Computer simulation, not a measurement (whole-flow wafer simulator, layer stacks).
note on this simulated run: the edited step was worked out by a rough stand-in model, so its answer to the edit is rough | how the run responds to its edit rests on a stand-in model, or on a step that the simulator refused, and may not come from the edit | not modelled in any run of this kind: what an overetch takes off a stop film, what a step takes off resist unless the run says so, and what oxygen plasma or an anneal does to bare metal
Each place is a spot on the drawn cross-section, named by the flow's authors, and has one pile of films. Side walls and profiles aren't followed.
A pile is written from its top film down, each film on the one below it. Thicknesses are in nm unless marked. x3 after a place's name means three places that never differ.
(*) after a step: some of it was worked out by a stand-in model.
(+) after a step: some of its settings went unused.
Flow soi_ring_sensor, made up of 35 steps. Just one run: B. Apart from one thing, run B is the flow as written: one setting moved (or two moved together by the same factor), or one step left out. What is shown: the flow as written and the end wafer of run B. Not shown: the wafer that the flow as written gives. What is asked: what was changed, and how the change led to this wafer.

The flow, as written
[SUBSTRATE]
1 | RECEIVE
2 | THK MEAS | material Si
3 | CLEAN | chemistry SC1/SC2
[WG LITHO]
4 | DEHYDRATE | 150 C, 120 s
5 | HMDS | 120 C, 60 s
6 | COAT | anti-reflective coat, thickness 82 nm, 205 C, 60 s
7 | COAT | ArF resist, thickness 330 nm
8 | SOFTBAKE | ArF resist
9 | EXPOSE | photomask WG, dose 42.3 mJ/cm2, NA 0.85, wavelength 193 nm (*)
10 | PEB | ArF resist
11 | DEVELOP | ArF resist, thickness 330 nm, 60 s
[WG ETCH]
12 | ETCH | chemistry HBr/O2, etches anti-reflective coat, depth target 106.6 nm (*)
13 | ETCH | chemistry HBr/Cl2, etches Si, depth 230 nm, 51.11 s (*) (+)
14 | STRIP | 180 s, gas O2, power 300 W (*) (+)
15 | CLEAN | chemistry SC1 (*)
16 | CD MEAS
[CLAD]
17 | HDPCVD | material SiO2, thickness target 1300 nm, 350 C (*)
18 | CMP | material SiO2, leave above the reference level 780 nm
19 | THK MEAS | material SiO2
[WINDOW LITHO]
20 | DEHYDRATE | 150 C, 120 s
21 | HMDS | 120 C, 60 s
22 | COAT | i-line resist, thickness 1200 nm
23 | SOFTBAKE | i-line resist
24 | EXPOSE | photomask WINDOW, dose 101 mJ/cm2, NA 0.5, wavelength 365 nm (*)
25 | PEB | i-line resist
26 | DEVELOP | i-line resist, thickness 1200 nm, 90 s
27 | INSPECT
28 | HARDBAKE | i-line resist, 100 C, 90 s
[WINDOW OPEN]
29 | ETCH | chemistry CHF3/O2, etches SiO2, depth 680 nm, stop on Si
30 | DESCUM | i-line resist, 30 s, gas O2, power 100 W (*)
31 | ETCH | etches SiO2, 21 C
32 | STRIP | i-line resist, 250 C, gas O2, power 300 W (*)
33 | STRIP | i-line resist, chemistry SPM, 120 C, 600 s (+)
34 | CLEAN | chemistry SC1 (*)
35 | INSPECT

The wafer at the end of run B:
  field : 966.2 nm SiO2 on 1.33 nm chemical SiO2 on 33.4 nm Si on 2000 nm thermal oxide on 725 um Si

What caused this: step 13, ETCH: depth 186 nm was run, while the flow as written has depth 230 nm; step 13, ETCH: 41.4 s was run, where the flow has 51.11 s.

How this came from the change, step by step:
  13 | ETCH | chemistry HBr/Cl2, etches Si, depth 230 nm, 51.11 s (*) (+)
      gap, window, field, gap_clad: Si loses 186 (it would be, as written: Si loses 220 (all of it), thermal oxide loses 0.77)
      core, core_clad: ArF resist loses 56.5 (it would be, as written: ArF resist loses 69.7)
  14 | STRIP | 180 s, gas O2, power 300 W (*) (+)
      gap, window, field, gap_clad: chemical SiO2 gains 1.33 (new film), Si loses 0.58 (it would be, as written: nothing)
      core, core_clad: ArF resist loses 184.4 (all of it), anti-reflective coat loses 82 (all of it), chemical SiO2 gains 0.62, Si loses 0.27 (it would be, as written: ArF resist loses 171.2 (all of it), anti-reflective coat loses 82 (all of it), chemical SiO2 gains 0.63, Si loses 0.28)
  18 | CMP | material SiO2, leave above the reference level 780 nm
      gap, window, field, gap_clad: SiO2 loses 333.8 (it would be, as written: SiO2 loses 298.2)
